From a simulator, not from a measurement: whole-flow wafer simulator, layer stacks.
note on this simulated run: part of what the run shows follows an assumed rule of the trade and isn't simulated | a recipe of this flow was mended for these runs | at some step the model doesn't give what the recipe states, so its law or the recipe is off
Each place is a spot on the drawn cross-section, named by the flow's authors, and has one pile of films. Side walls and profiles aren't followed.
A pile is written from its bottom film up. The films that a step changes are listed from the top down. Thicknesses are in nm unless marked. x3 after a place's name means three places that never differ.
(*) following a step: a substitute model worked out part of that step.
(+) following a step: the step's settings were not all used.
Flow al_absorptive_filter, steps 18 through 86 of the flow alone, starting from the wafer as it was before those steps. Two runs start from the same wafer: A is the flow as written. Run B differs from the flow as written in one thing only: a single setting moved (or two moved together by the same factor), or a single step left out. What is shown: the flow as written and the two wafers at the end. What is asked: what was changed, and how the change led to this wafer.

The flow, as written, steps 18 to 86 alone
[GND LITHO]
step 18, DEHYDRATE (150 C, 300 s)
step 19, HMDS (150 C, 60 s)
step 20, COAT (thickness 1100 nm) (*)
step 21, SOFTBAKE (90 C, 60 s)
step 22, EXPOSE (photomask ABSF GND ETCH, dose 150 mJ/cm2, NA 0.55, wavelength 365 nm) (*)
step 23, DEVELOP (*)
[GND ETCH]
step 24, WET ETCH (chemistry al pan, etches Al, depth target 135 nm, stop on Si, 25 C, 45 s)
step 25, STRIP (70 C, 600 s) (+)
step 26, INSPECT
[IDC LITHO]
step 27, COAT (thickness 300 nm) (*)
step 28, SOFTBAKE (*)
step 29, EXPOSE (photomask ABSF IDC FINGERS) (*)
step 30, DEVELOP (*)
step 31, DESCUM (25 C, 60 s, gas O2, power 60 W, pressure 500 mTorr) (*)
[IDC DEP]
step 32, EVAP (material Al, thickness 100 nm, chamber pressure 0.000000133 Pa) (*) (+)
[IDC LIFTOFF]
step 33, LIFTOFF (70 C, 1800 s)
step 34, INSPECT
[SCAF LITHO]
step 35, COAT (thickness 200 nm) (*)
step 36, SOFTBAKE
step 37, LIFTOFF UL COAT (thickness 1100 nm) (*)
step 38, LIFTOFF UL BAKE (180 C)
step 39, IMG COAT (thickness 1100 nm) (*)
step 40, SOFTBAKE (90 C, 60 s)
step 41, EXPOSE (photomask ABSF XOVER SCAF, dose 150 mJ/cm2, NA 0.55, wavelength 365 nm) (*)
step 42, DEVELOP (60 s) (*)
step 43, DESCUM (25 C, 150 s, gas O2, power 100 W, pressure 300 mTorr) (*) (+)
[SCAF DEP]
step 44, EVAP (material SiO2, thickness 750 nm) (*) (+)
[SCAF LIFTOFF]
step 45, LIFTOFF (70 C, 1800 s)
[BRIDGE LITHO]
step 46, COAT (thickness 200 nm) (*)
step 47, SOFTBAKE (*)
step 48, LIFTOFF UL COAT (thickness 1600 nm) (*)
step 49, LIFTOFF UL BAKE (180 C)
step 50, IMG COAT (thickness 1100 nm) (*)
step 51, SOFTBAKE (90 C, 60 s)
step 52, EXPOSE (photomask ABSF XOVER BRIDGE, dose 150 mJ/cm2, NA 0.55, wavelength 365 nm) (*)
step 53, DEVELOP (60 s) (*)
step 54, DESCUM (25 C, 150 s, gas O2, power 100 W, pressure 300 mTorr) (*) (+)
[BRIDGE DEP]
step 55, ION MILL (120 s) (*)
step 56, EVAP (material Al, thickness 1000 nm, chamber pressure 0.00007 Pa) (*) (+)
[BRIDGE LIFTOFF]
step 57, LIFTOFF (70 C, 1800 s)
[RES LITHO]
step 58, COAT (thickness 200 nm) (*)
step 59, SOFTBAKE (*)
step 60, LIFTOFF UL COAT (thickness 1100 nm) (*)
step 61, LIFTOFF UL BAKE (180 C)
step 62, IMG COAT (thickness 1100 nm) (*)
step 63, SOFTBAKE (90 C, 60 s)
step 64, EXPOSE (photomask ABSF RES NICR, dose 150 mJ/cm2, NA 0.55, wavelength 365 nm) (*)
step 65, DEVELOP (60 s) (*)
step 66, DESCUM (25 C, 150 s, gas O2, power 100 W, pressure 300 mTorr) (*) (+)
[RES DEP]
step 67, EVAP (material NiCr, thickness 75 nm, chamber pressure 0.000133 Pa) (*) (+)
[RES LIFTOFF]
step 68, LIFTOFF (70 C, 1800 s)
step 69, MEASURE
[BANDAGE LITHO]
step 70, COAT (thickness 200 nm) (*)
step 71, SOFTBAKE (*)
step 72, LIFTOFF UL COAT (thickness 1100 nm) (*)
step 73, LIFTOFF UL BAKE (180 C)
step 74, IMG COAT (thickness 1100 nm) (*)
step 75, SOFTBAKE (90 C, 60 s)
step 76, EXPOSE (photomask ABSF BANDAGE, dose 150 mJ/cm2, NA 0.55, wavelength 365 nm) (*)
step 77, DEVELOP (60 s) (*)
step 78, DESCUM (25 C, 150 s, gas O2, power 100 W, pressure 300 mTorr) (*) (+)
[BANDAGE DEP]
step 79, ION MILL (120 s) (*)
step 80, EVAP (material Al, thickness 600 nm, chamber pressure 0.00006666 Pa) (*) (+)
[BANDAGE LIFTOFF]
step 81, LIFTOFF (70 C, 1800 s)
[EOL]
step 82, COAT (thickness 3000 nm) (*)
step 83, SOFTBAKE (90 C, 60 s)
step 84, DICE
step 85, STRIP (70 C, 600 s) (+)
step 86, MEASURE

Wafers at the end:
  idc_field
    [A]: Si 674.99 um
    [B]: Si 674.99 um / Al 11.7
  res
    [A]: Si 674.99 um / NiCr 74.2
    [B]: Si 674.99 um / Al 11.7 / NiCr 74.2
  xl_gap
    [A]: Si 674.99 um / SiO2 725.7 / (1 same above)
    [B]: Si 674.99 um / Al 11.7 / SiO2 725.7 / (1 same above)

The reason: step 24, WET ETCH: depth target 75 nm was run, whereas the flow has depth target 135 nm; step 24, WET ETCH: 25 s was run, where the flow has 45 s.

How this came from the change, step by step:
  step 24, WET ETCH (chemistry al pan, etches Al, depth target 135 nm, stop on Si, 25 C, 45 s)
      res, xl_gap, idc_field, idc_line, idc_space: A Al loses 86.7 (all of it) | B Al loses 75
  step 27, COAT (thickness 300 nm) (*)
      xl_gap: A e-beam-resist gains 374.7 (new film) | B e-beam-resist gains 366 (new film)
  step 31, DESCUM (25 C, 60 s, gas O2, power 60 W, pressure 500 mTorr) (*)
      idc_line: A chemical SiO2 gains 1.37 (new film), Si loses 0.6 | B nothing
  step 32, EVAP (material Al, thickness 100 nm, chamber pressure 0.000000133 Pa) (*) (+)
      idc_line: A Al gains 100 (new film) | B Al gains 100
  step 33, LIFTOFF (70 C, 1800 s)
      xl_gap: A Al loses 100 (all of it), e-beam-resist loses 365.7 (all of it) | B Al loses 100 (all of it), e-beam-resist loses 357 (all of it)
  step 35, COAT (thickness 200 nm) (*)
      ledge: A acrylic-e-beam-resist gains 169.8 (new film) | B acrylic-e-beam-resist gains 173.7 (new film)
      xl_gap: A acrylic-e-beam-resist gains 265.9 (new film) | B acrylic-e-beam-resist gains 258.4 (new film)
  step 43, DESCUM (25 C, 150 s, gas O2, power 100 W, pressure 300 mTorr) (*) (+)
      gnd, pad_far, pad_near and 7 more: A i-line-resist loses 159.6 | B i-line-resist loses 155.1
      xl_gap: A acrylic-e-beam-resist loses 265.9 (all of it) | B acrylic-e-beam-resist loses 258.4 (all of it)
  step 45, LIFTOFF (70 C, 1800 s)
      ledge: A SiO2 loses 750 (all of it), i-line-resist loses 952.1 (all of it), lift-off-underlayer loses 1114 (all of it), acrylic-e-beam-resist loses 169.8 (all of it) | B SiO2 loses 750 (all of it), i-line-resist loses 955 (all of it), lift-off-underlayer loses 1112.5 (all of it), acrylic-e-beam-resist loses 173.7 (all of it)
  step 46, COAT (thickness 200 nm) (*)
      ledge: A acrylic-e-beam-resist gains 169.8 (new film) | B acrylic-e-beam-resist gains 173.7 (new film)
      xl_gap: A acrylic-e-beam-resist gains 97.9 (new film) | B acrylic-e-beam-resist gains 93.5 (new film)
  step 54, DESCUM (25 C, 150 s, gas O2, power 100 W, pressure 300 mTorr) (*) (+)
      xl_gap: A acrylic-e-beam-resist loses 97.9 (all of it) | B acrylic-e-beam-resist loses 93.5 (all of it)
  step 57, LIFTOFF (70 C, 1800 s)
      ledge: A Al loses 1000 (all of it), i-line-resist loses 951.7 (all of it), lift-off-underlayer loses 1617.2 (all of it), acrylic-e-beam-resist loses 169.8 (all of it) | B Al loses 1000 (all of it), i-line-resist loses 950.4 (all of it), lift-off-underlayer loses 1615.4 (all of it), acrylic-e-beam-resist loses 173.7 (all of it)
  step 58, COAT (thickness 200 nm) (*)
      ledge: A acrylic-e-beam-resist gains 169.8 (new film) | B acrylic-e-beam-resist gains 173.7 (new film)
  step 66, DESCUM (25 C, 150 s, gas O2, power 100 W, pressure 300 mTorr) (*) (+)
      ledge: A acrylic-e-beam-resist loses 169.8 (all of it) | B acrylic-e-beam-resist loses 173.7 (all of it)
  step 70, COAT (thickness 200 nm) (*)
      ledge: A acrylic-e-beam-resist gains 167 (new film) | B acrylic-e-beam-resist gains 170.7 (new film)
      xl_gap: A acrylic-e-beam-resist gains 114.6 (new film) | B acrylic-e-beam-resist gains 110.8 (new film)
  step 81, LIFTOFF (70 C, 1800 s)
      ledge: A Al loses 600 (all of it), i-line-resist loses 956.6 (all of it), lift-off-underlayer loses 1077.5 (all of it), acrylic-e-beam-resist loses 167 (all of it) | B Al loses 600 (all of it), i-line-resist loses 955 (all of it), lift-off-underlayer loses 1076.2 (all of it), acrylic-e-beam-resist loses 170.7 (all of it)
      xl_gap: A Al loses 600 (all of it), i-line-resist loses 824.6 (all of it), lift-off-underlayer loses 837.4 (all of it), acrylic-e-beam-resist loses 114.6 (all of it) | B Al loses 600 (all of it), i-line-resist loses 823.6 (all of it), lift-off-underlayer loses 832 (all of it), acrylic-e-beam-resist loses 110.8 (all of it)
If metal films that touch count as one body, idc_field has 1 body; the flow as written gives 0 bodies.
If metal films that touch count as one body, res has 1 body; the flow as written gives 0 bodies.
If metal films that touch count as one body, xl_gap has 2 bodies (between them, from the top down: SiO2 725.7); the flow as written gives 1 body.
